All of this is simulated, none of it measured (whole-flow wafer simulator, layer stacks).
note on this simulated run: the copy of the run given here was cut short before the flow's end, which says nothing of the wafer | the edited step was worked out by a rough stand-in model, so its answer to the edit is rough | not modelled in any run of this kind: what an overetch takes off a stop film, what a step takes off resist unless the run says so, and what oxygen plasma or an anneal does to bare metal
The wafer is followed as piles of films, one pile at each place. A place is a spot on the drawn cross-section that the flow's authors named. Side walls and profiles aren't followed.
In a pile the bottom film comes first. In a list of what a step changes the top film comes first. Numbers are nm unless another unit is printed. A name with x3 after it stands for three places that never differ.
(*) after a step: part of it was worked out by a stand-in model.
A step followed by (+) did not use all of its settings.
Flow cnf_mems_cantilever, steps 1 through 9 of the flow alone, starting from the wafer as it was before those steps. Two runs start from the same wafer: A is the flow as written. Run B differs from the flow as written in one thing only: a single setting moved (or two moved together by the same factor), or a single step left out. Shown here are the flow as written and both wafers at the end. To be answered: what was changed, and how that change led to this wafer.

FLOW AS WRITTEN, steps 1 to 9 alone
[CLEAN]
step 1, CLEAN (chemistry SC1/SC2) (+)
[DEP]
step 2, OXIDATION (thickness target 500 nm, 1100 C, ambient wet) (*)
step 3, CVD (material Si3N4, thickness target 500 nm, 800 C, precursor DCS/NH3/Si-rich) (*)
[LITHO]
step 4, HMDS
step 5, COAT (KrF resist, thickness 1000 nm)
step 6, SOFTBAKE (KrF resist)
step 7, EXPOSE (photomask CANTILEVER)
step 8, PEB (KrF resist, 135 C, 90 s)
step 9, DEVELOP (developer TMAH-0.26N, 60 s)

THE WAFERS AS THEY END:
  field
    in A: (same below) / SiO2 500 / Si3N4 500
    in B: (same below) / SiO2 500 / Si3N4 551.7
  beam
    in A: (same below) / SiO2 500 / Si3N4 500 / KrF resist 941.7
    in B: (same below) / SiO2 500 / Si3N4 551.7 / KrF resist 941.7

What caused this: step 3, CVD: 808 C was run, while the flow as written has 800 C.

The path from the change to this, step by step:
  step 3, CVD (material Si3N4, thickness target 500 nm, 800 C, precursor DCS/NH3/Si-rich) (*)
      field, beam: A +500 Si3N4 (new film) | B +551.7 Si3N4 (new film)
